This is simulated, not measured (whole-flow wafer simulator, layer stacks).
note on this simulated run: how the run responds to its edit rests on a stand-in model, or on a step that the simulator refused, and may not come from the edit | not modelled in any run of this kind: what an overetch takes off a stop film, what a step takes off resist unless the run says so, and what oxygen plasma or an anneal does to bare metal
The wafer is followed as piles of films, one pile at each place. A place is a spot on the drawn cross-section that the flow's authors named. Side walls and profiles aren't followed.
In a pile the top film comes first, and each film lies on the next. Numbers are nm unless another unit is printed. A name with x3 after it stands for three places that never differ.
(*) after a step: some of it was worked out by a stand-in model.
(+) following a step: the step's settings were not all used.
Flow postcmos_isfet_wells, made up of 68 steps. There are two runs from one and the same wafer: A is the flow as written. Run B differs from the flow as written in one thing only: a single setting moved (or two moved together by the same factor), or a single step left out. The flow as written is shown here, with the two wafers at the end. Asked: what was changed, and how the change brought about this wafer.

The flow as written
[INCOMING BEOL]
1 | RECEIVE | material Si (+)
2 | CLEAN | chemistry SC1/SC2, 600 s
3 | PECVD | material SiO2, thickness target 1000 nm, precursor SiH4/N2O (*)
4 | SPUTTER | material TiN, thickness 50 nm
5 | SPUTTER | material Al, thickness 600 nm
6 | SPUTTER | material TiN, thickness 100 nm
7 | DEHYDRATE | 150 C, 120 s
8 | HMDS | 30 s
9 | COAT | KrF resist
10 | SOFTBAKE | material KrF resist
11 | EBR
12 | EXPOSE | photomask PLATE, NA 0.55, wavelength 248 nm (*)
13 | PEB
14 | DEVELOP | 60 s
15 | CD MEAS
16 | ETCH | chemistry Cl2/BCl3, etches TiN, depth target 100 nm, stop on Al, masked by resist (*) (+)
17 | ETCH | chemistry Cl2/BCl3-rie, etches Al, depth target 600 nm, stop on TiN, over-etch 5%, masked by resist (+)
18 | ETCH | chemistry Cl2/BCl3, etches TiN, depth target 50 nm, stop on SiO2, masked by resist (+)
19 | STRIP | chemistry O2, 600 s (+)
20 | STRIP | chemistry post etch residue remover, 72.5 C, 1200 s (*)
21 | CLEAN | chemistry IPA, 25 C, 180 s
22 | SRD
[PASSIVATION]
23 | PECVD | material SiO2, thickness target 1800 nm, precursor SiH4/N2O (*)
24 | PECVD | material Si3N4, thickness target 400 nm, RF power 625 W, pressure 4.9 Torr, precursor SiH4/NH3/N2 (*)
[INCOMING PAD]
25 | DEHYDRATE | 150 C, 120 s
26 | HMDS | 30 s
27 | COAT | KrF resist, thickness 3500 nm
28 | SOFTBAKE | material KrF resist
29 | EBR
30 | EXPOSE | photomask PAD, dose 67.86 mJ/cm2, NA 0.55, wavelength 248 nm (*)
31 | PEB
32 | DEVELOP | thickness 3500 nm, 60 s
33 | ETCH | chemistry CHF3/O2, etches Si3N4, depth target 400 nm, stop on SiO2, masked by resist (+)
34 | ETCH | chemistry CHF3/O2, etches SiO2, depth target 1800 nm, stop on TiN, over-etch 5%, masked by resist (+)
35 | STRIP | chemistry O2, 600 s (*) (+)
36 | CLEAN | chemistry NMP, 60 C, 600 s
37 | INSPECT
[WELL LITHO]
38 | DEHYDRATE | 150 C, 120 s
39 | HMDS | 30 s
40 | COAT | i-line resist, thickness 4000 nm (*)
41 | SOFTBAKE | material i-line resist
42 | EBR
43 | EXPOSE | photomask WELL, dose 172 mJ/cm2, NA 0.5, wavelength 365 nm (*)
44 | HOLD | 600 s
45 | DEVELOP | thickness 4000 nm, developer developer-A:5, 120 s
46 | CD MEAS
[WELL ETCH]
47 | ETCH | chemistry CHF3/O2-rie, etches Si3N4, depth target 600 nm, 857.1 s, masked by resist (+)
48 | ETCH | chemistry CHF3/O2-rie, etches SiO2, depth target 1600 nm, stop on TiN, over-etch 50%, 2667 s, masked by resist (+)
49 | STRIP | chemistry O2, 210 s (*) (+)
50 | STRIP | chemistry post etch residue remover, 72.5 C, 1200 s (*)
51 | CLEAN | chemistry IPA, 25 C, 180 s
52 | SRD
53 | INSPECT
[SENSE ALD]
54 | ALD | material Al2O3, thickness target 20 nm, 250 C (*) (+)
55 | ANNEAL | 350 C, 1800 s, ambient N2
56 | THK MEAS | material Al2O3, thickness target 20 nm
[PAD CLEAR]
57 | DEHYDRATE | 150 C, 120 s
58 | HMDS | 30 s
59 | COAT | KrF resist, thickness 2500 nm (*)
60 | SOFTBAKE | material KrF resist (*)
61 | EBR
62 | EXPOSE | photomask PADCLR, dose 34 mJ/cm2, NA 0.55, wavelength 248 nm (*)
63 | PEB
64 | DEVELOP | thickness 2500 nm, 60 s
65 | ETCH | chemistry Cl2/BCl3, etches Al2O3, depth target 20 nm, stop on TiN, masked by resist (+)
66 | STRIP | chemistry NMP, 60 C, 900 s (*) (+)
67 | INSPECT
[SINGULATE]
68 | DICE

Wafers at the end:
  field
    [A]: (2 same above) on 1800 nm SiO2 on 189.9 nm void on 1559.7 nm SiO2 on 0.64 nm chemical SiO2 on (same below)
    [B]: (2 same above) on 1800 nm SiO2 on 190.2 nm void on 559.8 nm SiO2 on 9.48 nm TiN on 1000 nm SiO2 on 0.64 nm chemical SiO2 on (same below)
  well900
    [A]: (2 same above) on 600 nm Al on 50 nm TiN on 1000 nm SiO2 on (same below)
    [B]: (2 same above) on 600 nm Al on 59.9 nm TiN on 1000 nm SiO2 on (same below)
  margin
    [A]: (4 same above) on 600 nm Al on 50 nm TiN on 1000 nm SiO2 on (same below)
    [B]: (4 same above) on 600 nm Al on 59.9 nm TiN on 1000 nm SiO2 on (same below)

Cause: step 4, SPUTTER: thickness 59.9 nm was run, while the flow as written has thickness 50 nm.
One can read it off the wafer: well900 has TiN 59.9, and step 4 as written asks for 50 nm.

How this came from the change, step by step:
  4 | SPUTTER | material TiN, thickness 50 nm
      field, margin, well900 and 6 more: A TiN gains 50 (new film) | B TiN gains 59.9 (new film)
  18 | ETCH | chemistry Cl2/BCl3, etches TiN, depth target 50 nm, stop on SiO2, masked by resist (+)
      field: A TiN loses 50 (all of it) | B TiN loses 50
  23 | PECVD | material SiO2, thickness target 1800 nm, precursor SiH4/N2O (*)
      field: A SiO2 gains 1800 (new film), void gains 189.9 (new film), SiO2 gains 559.7 | B SiO2 gains 1800 (new film), void gains 190.2 (new film), SiO2 gains 559.8 (new film)
With metal films that touch counted as one body, field has 1 body; the flow as written gives 0 bodies.
